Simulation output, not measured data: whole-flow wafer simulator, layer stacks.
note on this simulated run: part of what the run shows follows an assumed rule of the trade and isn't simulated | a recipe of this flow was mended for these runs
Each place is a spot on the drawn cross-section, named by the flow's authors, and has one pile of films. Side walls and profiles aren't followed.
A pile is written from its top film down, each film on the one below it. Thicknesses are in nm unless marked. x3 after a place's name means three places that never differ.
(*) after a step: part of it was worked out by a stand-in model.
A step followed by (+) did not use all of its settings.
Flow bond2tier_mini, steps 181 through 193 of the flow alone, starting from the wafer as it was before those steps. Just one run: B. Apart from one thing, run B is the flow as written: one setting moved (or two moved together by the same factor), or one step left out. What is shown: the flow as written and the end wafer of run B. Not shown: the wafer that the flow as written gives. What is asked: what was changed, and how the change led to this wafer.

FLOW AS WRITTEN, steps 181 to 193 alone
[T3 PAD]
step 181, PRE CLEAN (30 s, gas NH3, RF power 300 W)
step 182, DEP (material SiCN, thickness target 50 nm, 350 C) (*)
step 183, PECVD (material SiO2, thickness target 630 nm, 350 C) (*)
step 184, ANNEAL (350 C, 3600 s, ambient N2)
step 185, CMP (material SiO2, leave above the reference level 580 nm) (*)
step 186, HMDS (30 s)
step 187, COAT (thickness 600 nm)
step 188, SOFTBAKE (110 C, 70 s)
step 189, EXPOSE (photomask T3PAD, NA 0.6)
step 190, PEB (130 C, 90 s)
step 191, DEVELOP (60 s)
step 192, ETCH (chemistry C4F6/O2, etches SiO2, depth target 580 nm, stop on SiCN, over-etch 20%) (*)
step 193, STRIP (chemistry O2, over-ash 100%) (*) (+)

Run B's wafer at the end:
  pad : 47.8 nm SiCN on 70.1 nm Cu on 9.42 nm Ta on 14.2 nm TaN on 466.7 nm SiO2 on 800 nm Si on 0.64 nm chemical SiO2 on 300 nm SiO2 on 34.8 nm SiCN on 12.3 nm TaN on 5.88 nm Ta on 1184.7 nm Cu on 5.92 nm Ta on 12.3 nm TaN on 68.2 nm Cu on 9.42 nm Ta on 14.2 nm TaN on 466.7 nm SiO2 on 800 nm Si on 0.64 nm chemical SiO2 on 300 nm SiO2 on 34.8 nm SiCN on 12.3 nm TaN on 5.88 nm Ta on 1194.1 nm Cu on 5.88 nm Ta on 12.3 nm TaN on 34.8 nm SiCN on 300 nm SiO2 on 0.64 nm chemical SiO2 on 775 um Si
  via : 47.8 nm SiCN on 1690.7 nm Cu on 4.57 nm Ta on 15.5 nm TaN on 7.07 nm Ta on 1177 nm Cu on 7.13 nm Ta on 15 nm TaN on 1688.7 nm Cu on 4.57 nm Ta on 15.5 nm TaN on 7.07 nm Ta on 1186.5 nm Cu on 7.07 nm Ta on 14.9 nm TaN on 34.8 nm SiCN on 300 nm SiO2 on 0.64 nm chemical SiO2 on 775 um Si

What caused this: step 192, ETCH: depth target 494.1 nm was run, while the flow as written has depth target 580 nm.

The path from the change to this, step by step:
  step 192, ETCH (chemistry C4F6/O2, etches SiO2, depth target 580 nm, stop on SiCN, over-etch 20%) (*)
      pad, via: SiO2 loses 580 (all of it), SiCN loses 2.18 (as written it would have been: SiO2 loses 580 (all of it), SiCN loses 19.6)
      field: thick-KrF-resist loses 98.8 (as written it would have been: thick-KrF-resist loses 116)
  step 193, STRIP (chemistry O2, over-ash 100%) (*) (+)
      field: thick-KrF-resist loses 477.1 (all of it) (as written it would have been: thick-KrF-resist loses 459.9 (all of it))
